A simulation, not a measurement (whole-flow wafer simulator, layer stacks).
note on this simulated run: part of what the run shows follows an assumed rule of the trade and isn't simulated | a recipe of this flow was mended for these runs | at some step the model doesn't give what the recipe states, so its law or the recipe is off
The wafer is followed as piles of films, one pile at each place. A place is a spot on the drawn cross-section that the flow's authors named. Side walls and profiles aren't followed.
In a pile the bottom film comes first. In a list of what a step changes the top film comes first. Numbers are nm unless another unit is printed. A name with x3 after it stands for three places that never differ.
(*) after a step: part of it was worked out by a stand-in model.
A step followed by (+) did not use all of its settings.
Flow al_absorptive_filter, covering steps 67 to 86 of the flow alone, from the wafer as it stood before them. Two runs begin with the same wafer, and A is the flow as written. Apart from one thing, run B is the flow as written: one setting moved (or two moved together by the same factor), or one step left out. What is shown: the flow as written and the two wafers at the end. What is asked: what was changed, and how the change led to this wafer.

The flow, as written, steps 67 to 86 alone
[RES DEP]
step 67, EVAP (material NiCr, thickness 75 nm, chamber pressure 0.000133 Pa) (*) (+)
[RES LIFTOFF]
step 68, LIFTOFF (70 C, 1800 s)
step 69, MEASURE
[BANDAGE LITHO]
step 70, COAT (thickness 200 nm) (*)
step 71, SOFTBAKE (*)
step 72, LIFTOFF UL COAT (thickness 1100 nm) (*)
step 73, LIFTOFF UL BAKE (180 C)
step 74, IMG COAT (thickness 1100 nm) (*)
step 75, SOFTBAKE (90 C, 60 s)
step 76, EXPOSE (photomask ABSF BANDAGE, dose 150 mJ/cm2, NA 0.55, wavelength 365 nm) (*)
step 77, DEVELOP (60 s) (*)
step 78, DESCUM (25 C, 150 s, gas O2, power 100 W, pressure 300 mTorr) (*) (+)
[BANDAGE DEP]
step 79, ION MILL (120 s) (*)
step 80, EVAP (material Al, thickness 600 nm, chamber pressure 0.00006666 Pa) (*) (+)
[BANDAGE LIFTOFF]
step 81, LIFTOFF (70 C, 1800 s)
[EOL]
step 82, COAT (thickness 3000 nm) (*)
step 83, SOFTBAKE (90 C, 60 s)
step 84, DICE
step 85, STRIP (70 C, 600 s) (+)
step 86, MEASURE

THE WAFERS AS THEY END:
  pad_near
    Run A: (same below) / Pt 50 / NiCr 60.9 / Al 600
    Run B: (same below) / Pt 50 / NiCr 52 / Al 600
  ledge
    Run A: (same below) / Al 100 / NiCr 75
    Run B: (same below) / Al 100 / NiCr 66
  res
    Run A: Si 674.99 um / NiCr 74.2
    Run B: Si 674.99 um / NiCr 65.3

Cause: step 67, EVAP: thickness 66 nm was run, though the flow has thickness 75 nm.
One can read it off the wafer: ledge has NiCr 66, and step 67 as written asks for 75 nm.

How this came from the change, step by step:
  step 67, EVAP (material NiCr, thickness 75 nm, chamber pressure 0.000133 Pa) (*) (+)
      gnd, pad_far, ledge and 9 more: A NiCr gains 75 (new film) | B NiCr gains 66 (new film)
      pad_near, res: A NiCr gains 74.2 (new film) | B NiCr gains 65.3 (new film)
  step 68, LIFTOFF (70 C, 1800 s)
      xa_field, xl_land, idc_field: A NiCr loses 75 (all of it), i-line-resist loses 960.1 (all of it), lift-off-underlayer loses 1100 (all of it), acrylic-e-beam-resist loses 200 (all of it) | B NiCr loses 66 (all of it), i-line-resist loses 960.1 (all of it), lift-off-underlayer loses 1100 (all of it), acrylic-e-beam-resist loses 200 (all of it)
      gnd: A NiCr loses 75 (all of it), i-line-resist loses 959.5 (all of it), lift-off-underlayer loses 1100.9 (all of it), acrylic-e-beam-resist loses 200.6 (all of it) | B NiCr loses 66 (all of it), i-line-resist loses 959.5 (all of it), lift-off-underlayer loses 1100.9 (all of it), acrylic-e-beam-resist loses 200.6 (all of it)
      (and at 7 other places as well)
  step 83, SOFTBAKE (90 C, 60 s)
      ledge: A i-line-resist loses 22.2 | B i-line-resist loses 21.5
      res: A i-line-resist loses 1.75 | B i-line-resist loses 1.04
